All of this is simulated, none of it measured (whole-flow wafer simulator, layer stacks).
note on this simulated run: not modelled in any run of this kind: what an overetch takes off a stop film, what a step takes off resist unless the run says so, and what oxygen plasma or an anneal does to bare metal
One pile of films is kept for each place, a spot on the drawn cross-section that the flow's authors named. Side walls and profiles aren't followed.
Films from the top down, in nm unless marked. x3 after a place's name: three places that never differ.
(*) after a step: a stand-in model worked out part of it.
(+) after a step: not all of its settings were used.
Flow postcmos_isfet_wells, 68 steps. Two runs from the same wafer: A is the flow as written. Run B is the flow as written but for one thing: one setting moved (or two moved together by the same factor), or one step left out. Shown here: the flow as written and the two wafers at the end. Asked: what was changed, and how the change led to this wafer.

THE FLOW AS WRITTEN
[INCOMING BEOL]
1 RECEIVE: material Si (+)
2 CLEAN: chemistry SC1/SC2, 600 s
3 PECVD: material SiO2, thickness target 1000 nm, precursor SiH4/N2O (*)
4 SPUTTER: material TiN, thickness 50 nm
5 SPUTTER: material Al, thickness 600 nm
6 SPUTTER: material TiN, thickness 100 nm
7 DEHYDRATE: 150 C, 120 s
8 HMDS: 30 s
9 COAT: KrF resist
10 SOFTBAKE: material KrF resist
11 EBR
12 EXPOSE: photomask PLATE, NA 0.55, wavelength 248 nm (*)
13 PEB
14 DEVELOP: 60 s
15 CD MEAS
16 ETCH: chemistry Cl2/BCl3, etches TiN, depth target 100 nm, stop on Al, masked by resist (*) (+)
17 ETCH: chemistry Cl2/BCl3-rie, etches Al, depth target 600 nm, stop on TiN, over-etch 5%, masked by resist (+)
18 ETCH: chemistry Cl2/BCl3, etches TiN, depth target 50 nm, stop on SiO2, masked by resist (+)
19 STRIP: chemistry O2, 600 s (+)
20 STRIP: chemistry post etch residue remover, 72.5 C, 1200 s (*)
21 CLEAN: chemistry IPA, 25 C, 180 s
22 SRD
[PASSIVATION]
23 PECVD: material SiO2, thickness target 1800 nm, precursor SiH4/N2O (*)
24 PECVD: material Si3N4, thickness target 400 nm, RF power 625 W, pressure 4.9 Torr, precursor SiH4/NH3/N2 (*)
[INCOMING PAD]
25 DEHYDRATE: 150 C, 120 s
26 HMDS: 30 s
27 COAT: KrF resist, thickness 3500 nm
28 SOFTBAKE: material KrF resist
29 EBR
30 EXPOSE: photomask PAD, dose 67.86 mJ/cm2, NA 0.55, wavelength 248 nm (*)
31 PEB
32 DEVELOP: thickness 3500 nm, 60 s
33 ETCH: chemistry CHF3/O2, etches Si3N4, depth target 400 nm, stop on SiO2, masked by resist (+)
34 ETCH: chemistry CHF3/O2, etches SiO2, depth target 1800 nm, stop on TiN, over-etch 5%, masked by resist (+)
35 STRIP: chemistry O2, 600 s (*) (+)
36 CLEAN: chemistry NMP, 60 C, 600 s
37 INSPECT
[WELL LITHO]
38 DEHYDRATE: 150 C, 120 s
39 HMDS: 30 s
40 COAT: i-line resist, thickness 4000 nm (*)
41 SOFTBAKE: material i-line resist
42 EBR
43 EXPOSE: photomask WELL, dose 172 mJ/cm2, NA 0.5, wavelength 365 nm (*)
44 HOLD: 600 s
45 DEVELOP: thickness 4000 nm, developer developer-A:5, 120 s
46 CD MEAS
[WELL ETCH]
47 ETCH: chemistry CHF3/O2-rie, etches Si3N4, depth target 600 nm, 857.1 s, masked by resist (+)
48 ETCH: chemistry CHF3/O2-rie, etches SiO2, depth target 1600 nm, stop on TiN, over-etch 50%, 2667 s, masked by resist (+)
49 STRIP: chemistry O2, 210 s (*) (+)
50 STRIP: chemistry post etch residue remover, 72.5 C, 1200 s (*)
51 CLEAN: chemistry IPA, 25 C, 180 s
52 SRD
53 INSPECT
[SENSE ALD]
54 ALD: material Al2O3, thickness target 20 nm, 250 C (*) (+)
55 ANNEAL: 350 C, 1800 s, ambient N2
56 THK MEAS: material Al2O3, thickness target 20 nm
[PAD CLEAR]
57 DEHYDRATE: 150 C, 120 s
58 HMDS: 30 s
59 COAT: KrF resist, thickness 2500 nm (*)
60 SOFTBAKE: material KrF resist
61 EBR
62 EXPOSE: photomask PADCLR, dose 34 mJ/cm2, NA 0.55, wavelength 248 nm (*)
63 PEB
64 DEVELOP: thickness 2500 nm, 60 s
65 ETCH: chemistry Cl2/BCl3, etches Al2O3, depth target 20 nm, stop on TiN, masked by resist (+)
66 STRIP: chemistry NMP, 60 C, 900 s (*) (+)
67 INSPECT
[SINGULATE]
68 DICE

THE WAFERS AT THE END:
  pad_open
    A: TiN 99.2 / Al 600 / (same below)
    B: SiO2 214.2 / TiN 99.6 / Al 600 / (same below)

The cause: step 33, ETCH: depth target 196 nm was run, where the flow has depth target 400 nm.

How the change led to this, step by step:
  33 ETCH: chemistry CHF3/O2, etches Si3N4, depth target 400 nm, stop on SiO2, masked by resist (+)
      pad_open: A Si3N4 -400 (all of it) | B Si3N4 -196
      field, margin, well900, well1300 x3, pad_rim, pad_clr: A KrF resist -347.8 | B KrF resist -170.4
  34 ETCH: chemistry CHF3/O2, etches SiO2, depth target 1800 nm, stop on TiN, over-etch 5%, masked by resist (+)
      pad_open: A SiO2 -1800 (all of it) | B Si3N4 -204 (all of it), SiO2 -1585.8
  35 STRIP: chemistry O2, 600 s (*) (+)
      field, margin, well900, well1300 x3, pad_rim, pad_clr: A KrF resist -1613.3 (all of it) | B KrF resist -1790.7 (all of it)
  40 COAT: i-line resist, thickness 4000 nm (*)
      pad_clr: A i-line resist +3256.8 (new film) | B i-line resist +3323.8 (new film)
  41 SOFTBAKE: material i-line resist
      pad_clr: A i-line resist -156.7 | B i-line resist -135.5
      pad_open: A i-line resist +115.3 | B i-line resist +105.8
  49 STRIP: chemistry O2, 210 s (*) (+)
      pad_clr: A i-line resist -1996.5 (all of it) | B i-line resist -2084.7 (all of it)
      pad_open: A i-line resist -3816.3 (all of it) | B i-line resist -3729.9 (all of it)
  59 COAT: KrF resist, thickness 2500 nm (*)
      pad_rim: A KrF resist +1976.4 (new film) | B KrF resist +2025.1 (new film)
      pad_clr: A KrF resist +1691.6 (new film) | B KrF resist +1763.6 (new film)
  64 DEVELOP: thickness 2500 nm, 60 s
      pad_clr: A KrF resist -1676 (all of it) | B KrF resist -1747.8 (all of it)
  66 STRIP: chemistry NMP, 60 C, 900 s (*) (+)
      pad_rim: A KrF resist -1923.7 (all of it) | B KrF resist -1972 (all of it)
